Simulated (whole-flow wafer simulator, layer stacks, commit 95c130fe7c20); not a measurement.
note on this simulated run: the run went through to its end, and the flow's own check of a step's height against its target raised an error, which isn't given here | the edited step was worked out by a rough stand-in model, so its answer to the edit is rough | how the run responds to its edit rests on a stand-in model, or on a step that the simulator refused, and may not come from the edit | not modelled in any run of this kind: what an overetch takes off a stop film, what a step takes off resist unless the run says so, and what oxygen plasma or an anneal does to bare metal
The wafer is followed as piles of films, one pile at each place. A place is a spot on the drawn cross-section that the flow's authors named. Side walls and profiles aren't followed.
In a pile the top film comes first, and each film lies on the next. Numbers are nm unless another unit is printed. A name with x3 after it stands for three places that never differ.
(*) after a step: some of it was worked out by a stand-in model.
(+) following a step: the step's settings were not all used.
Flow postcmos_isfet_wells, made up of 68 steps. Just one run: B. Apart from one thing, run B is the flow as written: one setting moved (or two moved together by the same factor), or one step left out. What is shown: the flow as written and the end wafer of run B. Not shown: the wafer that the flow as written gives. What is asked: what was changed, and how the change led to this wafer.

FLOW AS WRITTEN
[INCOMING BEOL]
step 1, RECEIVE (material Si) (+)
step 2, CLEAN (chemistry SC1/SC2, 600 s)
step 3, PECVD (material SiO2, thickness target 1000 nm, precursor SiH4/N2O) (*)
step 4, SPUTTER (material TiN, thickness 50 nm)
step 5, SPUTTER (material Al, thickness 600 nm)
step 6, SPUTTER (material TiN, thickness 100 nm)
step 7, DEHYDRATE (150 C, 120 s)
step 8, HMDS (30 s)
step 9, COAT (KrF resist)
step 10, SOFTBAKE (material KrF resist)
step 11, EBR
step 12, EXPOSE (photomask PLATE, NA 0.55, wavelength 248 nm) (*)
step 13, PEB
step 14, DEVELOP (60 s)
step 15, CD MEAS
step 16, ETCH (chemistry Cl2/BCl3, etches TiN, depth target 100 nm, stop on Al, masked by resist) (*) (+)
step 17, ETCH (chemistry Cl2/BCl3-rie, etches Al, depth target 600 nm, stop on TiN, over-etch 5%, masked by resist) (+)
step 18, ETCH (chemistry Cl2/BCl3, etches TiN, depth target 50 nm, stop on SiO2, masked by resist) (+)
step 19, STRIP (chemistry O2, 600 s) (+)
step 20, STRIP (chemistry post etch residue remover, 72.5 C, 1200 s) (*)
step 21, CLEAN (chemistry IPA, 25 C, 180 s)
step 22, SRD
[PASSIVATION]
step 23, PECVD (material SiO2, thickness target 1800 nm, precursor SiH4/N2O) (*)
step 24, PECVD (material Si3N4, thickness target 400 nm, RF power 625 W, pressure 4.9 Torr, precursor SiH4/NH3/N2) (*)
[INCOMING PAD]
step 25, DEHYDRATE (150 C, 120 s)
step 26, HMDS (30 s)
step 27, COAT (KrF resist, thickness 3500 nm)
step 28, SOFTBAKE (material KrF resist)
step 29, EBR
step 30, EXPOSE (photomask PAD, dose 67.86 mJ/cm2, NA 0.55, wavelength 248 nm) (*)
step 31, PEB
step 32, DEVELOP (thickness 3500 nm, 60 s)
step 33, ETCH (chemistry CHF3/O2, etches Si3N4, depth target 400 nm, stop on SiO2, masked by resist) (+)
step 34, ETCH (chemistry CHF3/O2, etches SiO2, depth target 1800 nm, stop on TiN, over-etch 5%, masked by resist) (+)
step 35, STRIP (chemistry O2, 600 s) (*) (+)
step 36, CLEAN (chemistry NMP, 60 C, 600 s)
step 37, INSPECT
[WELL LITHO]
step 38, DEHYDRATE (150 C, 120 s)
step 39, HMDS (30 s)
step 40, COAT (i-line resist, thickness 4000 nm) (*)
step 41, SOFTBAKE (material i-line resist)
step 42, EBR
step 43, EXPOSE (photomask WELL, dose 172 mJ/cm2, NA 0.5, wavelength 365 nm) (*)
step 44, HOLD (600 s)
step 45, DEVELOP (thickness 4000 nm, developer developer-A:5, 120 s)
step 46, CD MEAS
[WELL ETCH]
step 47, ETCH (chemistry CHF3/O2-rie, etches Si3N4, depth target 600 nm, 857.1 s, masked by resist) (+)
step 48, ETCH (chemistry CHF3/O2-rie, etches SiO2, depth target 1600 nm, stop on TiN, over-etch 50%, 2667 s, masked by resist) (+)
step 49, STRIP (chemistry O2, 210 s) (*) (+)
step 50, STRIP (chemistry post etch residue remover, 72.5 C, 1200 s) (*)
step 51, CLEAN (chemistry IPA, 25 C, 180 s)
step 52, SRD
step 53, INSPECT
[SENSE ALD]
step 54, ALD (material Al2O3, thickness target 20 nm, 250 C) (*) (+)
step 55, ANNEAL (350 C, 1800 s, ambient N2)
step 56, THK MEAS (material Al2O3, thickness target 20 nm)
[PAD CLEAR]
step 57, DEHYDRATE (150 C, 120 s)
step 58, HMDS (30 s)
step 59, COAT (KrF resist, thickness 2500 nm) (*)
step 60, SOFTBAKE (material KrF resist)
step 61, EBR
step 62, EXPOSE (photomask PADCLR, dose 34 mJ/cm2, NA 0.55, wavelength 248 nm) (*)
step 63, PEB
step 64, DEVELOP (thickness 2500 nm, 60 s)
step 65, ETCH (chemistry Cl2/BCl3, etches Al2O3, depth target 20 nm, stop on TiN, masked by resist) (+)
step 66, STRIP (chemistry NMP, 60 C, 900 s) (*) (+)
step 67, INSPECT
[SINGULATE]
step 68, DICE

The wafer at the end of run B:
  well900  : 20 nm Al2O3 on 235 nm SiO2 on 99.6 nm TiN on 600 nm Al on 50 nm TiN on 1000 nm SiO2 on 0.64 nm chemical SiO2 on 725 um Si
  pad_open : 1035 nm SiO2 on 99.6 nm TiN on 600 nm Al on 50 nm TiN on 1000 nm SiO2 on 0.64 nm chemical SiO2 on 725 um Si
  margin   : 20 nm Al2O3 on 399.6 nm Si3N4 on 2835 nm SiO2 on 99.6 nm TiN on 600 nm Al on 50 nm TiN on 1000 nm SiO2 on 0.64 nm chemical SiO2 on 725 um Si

What caused this: step 23, PECVD: thickness target 2835 nm was run, while the flow as written has thickness target 1800 nm.
The wafer itself shows it: margin has SiO2 2835, and step 23 as written asks for 1800 nm.

The path from the change to this, step by step:
  step 23, PECVD (material SiO2, thickness target 1800 nm, precursor SiH4/N2O) (*)
      margin, well900, well1300 x3, pad_rim, pad_clr, pad_open: SiO2 gains 2835 (new film) (in the flow as written it would be: SiO2 gains 1800 (new film))
      field: SiO2 gains 2835 (new film), void gains 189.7 (new film), SiO2 gains 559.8 (in the flow as written it would be: SiO2 gains 1800 (new film), void gains 189.9 (new film), SiO2 gains 559.7)
  step 34, ETCH (chemistry CHF3/O2, etches SiO2, depth target 1800 nm, stop on TiN, over-etch 5%, masked by resist) (+)
      pad_open: SiO2 loses 1800 (in the flow as written it would be: SiO2 loses 1800 (all of it))
  step 48, ETCH (chemistry CHF3/O2-rie, etches SiO2, depth target 1600 nm, stop on TiN, over-etch 50%, 2667 s, masked by resist) (+)
      well900, well1300 x3: SiO2 loses 2400 (in the flow as written it would be: SiO2 loses 1600 (all of it))
  step 59, COAT (KrF resist, thickness 2500 nm) (*)
      field: KrF resist gains 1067 (new film) (in the flow as written it would be: KrF resist gains 1449 (new film))
      margin: KrF resist gains 1066.9 (new film) (in the flow as written it would be: KrF resist gains 1448.9 (new film))
  step 63, PEB
      field, margin: KrF resist loses 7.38 (in the flow as written it would be: KrF resist loses 10.1)
  step 66, STRIP (chemistry NMP, 60 C, 900 s) (*) (+)
      field: KrF resist loses 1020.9 (all of it) (in the flow as written it would be: KrF resist loses 1400.1 (all of it))
      margin: KrF resist loses 1020.8 (all of it) (in the flow as written it would be: KrF resist loses 1400.1 (all of it))
